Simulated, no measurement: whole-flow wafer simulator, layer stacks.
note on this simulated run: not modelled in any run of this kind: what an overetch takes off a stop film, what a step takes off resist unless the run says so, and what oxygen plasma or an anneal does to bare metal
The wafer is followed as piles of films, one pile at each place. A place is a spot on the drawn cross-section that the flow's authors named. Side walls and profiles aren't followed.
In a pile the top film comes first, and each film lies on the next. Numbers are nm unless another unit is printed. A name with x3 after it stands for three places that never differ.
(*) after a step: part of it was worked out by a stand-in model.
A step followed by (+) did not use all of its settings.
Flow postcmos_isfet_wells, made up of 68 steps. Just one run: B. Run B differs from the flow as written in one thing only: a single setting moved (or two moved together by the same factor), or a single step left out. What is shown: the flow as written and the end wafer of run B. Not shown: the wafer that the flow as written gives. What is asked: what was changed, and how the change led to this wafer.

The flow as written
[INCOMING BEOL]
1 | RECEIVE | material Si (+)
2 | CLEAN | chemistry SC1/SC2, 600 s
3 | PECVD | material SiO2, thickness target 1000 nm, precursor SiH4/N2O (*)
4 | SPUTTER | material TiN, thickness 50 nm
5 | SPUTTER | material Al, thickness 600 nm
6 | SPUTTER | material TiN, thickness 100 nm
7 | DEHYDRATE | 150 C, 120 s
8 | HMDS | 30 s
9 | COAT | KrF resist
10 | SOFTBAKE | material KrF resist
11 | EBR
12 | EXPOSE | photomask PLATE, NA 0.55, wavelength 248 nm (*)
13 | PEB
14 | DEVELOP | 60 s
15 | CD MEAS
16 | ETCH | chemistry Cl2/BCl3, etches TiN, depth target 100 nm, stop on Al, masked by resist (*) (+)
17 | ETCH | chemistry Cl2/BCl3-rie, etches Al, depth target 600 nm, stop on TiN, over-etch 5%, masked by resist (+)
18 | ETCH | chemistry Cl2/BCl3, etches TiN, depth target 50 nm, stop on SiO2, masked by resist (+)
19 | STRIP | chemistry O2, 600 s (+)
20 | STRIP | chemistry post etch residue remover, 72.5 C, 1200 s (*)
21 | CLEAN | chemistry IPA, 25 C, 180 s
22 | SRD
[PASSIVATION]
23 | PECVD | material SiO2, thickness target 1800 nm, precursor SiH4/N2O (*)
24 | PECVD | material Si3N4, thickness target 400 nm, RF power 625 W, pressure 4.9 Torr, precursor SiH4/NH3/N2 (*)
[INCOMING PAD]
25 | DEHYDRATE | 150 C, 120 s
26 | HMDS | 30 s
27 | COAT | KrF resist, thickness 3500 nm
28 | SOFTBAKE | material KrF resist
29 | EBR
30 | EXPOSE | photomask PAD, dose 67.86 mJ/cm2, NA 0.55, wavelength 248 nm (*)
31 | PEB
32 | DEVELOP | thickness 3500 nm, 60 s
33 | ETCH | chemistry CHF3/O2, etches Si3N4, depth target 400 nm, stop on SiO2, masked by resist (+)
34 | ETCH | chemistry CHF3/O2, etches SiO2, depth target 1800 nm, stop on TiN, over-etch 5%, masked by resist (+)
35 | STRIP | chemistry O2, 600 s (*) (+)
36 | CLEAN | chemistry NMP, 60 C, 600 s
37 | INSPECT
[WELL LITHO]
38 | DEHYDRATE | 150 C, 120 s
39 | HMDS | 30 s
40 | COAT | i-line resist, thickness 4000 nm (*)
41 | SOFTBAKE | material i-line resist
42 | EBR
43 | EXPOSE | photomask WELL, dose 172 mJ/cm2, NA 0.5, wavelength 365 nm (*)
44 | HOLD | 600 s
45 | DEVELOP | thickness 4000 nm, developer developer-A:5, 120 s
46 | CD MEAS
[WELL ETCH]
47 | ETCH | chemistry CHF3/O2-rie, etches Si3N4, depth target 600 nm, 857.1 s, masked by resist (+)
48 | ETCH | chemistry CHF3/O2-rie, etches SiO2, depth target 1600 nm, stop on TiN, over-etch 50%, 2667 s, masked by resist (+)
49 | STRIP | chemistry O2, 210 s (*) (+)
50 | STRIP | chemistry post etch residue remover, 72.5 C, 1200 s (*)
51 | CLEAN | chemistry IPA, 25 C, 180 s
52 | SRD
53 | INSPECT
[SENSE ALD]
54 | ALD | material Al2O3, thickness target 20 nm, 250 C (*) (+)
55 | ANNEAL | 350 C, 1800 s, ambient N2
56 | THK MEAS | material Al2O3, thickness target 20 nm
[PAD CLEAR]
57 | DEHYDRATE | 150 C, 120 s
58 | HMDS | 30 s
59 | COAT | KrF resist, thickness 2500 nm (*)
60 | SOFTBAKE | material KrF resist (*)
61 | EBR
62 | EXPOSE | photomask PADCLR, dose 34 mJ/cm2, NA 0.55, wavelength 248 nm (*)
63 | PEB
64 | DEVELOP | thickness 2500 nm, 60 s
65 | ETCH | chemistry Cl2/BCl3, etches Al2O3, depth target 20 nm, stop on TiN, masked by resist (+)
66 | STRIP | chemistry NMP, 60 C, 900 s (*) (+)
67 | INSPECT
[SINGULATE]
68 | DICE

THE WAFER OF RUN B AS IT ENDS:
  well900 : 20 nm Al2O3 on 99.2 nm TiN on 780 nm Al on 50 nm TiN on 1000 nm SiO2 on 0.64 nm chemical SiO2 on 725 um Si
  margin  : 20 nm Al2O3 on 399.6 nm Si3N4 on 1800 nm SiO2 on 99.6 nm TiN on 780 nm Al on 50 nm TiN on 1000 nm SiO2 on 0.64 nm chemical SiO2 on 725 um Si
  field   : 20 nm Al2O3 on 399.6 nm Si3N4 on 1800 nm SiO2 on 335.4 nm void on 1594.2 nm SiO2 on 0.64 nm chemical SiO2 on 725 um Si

What caused this: step 5, SPUTTER: thickness 780 nm was run, while the flow as written has thickness 600 nm; step 17, ETCH: depth target 780 nm was run, where the flow has depth target 600 nm.
The wafer itself shows it: well900 has Al 780, and step 5 as written asks for 600 nm.

The path from the change to this, step by step:
  5 | SPUTTER | material Al, thickness 600 nm
      field, margin, well900, well1300 x3, pad_rim, pad_clr, pad_open: +780 Al (new film) (in the flow as written it would be: +600 Al (new film))
  17 | ETCH | chemistry Cl2/BCl3-rie, etches Al, depth target 600 nm, stop on TiN, over-etch 5%, masked by resist (+)
      margin, well900, well1300 x3, pad_rim, pad_clr, pad_open: -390 KrF resist (in the flow as written it would be: -300 KrF resist)
      field: -780 Al (all of it) (in the flow as written it would be: -600 Al (all of it))
  19 | STRIP | chemistry O2, 600 s (+)
      margin, well900, well1300 x3, pad_rim, pad_clr, pad_open: -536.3 KrF resist (all of it) (in the flow as written it would be: -626.3 KrF resist (all of it))
  23 | PECVD | material SiO2, thickness target 1800 nm, precursor SiH4/N2O (*)
      field: +1800 SiO2 (new film), +335.4 void (new film), +594.2 SiO2 (in the flow as written it would be: +1800 SiO2 (new film), +189.9 void (new film), +559.7 SiO2)
